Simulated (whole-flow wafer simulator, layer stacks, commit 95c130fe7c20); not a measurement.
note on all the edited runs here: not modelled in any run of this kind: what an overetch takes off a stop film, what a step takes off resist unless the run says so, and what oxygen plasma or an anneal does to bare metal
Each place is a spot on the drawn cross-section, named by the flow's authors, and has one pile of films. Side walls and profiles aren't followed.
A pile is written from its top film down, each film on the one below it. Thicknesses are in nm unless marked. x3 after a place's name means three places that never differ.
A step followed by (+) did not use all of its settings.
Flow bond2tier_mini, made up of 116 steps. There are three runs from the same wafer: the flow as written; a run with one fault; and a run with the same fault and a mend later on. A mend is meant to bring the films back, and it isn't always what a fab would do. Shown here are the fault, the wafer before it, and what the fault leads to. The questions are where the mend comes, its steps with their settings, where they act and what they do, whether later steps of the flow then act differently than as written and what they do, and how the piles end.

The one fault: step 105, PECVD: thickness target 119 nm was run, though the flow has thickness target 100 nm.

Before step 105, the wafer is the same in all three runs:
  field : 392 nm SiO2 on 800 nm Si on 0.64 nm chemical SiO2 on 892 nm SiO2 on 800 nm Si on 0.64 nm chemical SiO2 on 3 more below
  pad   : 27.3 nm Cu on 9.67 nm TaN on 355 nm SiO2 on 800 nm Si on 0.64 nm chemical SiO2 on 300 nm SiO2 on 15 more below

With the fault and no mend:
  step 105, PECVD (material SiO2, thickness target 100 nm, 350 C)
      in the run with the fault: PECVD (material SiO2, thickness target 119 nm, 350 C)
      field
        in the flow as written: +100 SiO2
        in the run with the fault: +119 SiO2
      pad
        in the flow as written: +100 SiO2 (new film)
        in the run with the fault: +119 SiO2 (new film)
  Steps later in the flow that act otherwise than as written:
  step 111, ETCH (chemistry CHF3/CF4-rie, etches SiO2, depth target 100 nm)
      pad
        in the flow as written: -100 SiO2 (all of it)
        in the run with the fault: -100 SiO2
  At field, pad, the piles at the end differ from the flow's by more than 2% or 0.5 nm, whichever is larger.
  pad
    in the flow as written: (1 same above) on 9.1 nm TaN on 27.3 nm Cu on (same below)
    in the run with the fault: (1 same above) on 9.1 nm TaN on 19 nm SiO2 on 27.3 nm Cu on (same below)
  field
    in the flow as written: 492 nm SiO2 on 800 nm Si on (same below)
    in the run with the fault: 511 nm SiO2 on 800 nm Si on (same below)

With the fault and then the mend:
  After step 110 comes the mend.
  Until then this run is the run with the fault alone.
  step 110a, STRIP (chemistry O2, over-ash 100%) (+)
      field
        -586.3 KrF resist (all of it)
  step 110b, ETCH (chemistry CHF3/CF4-rie, etches SiO2, depth target 19 nm) (a further turn of the flow's step 62, with different settings)
      field, pad
        -19 SiO2
  step 110c, COAT (KrF resist, thickness 600 nm) (a further turn of the flow's step 106)
      field, pad
        +600 KrF resist (new film)
  step 110d, SOFTBAKE (KrF resist) (a further turn of the flow's step 107)
      does not change any film at any place that is followed
  step 110e, EXPOSE (photomask T3PAD, NA 0.6) (a further turn of the flow's step 108)
      does not change any film at any place that is followed
  step 110f, PEB (KrF resist) (a further turn of the flow's step 109)
      does not change any film at any place that is followed
  step 110g, DEVELOP (developer TMAH-0.26N, 60 s) (a further turn of the flow's step 110)
      field
        -13.7 KrF resist
      pad
        -600 KrF resist (all of it)
  None of the later steps of the flow acts differently than as written at any place that is followed.
  By the end, the piles equal the flow's at every place that both follow.
